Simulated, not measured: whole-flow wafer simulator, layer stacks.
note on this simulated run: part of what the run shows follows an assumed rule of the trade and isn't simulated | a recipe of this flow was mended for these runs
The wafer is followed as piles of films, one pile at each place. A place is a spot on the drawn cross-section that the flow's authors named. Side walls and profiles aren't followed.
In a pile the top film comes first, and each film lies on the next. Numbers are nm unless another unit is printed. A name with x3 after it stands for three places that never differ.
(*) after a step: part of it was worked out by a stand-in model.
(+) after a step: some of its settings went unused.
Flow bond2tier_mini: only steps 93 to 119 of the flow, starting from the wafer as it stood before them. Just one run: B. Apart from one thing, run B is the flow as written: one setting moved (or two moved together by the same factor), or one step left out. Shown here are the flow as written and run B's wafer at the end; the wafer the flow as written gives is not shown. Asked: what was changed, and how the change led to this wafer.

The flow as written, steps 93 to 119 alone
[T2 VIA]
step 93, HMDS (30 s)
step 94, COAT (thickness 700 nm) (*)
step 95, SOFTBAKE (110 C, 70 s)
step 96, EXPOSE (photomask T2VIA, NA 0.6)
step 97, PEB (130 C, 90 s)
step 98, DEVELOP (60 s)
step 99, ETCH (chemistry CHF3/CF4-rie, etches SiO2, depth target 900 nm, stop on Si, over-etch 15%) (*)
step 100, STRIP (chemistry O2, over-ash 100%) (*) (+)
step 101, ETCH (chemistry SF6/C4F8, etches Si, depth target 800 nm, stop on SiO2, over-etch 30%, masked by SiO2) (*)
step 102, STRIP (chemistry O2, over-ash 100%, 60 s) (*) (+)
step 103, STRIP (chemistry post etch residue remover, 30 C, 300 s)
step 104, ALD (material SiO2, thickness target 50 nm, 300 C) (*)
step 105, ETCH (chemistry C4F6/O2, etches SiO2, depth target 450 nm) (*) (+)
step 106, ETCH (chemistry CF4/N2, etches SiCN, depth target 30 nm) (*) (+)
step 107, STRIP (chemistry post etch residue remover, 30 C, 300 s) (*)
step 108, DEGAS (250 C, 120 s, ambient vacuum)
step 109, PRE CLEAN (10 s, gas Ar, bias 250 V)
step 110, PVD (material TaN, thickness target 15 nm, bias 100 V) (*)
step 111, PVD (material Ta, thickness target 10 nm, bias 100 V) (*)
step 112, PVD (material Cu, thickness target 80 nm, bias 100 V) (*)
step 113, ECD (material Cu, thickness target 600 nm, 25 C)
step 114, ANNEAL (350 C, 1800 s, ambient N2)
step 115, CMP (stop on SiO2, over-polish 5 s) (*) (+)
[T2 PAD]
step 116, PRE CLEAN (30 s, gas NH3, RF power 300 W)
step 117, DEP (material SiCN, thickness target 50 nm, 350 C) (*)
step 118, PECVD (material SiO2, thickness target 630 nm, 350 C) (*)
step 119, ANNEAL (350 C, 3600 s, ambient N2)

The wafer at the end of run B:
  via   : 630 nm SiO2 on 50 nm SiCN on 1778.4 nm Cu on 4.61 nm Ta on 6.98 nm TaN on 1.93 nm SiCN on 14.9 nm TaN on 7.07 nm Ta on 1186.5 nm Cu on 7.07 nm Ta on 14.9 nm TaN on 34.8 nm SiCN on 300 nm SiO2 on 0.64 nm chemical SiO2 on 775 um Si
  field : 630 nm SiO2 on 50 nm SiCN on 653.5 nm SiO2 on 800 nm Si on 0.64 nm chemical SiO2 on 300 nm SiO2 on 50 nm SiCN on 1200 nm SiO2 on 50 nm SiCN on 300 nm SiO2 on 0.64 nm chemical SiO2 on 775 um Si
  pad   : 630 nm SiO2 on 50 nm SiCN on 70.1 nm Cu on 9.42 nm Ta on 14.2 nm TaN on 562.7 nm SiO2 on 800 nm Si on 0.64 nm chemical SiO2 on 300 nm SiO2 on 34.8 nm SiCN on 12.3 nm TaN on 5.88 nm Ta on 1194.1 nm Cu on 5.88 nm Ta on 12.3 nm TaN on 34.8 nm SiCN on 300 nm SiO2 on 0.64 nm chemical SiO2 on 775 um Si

What caused this: step 104, ALD: thickness target 38 nm was run, whereas the flow has thickness target 50 nm; step 105, ETCH: depth target 342 nm was run, where the flow has depth target 450 nm.

The path from the change to this, step by step:
  step 104, ALD (material SiO2, thickness target 50 nm, 300 C) (*)
      field, pad, via: +38 SiO2 (in the flow as written it would be: +50 SiO2)
  step 105, ETCH (chemistry C4F6/O2, etches SiO2, depth target 450 nm) (*) (+)
      field, pad: -342 SiO2 (in the flow as written it would be: -450 SiO2)
      via: -336.1 SiO2 (all of it), -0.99 SiCN (in the flow as written it would be: -348.1 SiO2 (all of it), -17.2 SiCN)
  step 106, ETCH (chemistry CF4/N2, etches SiCN, depth target 30 nm) (*) (+)
      via: -30 SiCN (in the flow as written it would be: -17.6 SiCN (all of it), -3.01 TaN)
  step 109, PRE CLEAN (10 s, gas Ar, bias 250 V)
      via: -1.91 SiCN (in the flow as written it would be: -3.19 TaN)
  step 110, PVD (material TaN, thickness target 15 nm, bias 100 V) (*)
      via: +6.98 TaN (new film) (in the flow as written it would be: +6.94 TaN)
  step 113, ECD (material Cu, thickness target 600 nm, 25 C)
      via: +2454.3 Cu (in the flow as written it would be: +2367 Cu)
If metal films that touch count as one body, via has 2 bodies (between them, from the top down: SiCN 1.93); the flow as written gives 1 body.
